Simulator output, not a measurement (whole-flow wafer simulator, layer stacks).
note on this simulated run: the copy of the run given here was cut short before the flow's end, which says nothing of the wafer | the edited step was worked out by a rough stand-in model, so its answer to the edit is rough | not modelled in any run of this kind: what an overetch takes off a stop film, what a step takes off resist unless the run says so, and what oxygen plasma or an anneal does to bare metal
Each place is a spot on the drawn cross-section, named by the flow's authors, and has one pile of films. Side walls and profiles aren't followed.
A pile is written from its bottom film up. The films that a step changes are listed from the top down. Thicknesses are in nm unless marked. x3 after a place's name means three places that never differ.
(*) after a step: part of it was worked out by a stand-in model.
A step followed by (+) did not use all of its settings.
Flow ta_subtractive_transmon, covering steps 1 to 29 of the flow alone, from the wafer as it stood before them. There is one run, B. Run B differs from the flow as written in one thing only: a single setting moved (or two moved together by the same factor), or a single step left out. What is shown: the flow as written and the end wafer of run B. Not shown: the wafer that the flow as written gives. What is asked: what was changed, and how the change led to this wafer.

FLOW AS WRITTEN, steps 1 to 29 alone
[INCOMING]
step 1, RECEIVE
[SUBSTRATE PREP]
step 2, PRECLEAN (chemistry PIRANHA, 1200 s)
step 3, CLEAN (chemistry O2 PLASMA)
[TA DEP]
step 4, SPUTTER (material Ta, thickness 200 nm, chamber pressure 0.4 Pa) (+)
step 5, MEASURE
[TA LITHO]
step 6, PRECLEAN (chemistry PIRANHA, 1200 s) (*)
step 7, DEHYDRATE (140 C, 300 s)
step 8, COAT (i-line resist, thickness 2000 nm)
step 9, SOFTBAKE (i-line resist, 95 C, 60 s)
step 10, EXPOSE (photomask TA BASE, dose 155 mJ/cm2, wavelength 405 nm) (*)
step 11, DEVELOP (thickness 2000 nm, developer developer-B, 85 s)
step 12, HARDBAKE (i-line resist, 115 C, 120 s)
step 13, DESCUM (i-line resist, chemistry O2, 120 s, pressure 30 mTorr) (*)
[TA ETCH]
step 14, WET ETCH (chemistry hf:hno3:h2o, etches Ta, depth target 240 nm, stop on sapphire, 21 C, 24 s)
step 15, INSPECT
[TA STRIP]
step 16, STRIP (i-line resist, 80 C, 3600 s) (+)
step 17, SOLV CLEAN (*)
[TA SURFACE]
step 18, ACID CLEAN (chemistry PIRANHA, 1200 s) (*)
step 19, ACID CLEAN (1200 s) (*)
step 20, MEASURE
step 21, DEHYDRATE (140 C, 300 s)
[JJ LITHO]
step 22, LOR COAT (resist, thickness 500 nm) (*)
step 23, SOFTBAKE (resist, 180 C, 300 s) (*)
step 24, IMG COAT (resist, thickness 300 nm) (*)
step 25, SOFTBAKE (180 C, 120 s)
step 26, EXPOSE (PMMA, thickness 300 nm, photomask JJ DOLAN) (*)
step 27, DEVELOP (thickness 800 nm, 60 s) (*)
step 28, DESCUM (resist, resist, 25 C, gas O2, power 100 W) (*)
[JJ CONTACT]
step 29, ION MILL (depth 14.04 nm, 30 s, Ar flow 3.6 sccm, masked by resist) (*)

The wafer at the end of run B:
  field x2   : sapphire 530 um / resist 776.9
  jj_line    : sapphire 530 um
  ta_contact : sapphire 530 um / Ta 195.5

What caused this: step 29, ION MILL: depth 6.316 nm was run, though the flow has depth 14.04 nm; step 29, ION MILL: 13.5 s was run, where the flow has 30 s.

Step by step, how the change led to this:
  step 29, ION MILL (depth 14.04 nm, 30 s, Ar flow 3.6 sccm, masked by resist) (*)
      field x2, ta_pad: resist loses 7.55 (it would be, as written: resist loses 16.8)
      jj_line, lead: sapphire loses 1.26 (it would be, as written: sapphire loses 2.8)
      (as well as at 1 more place)
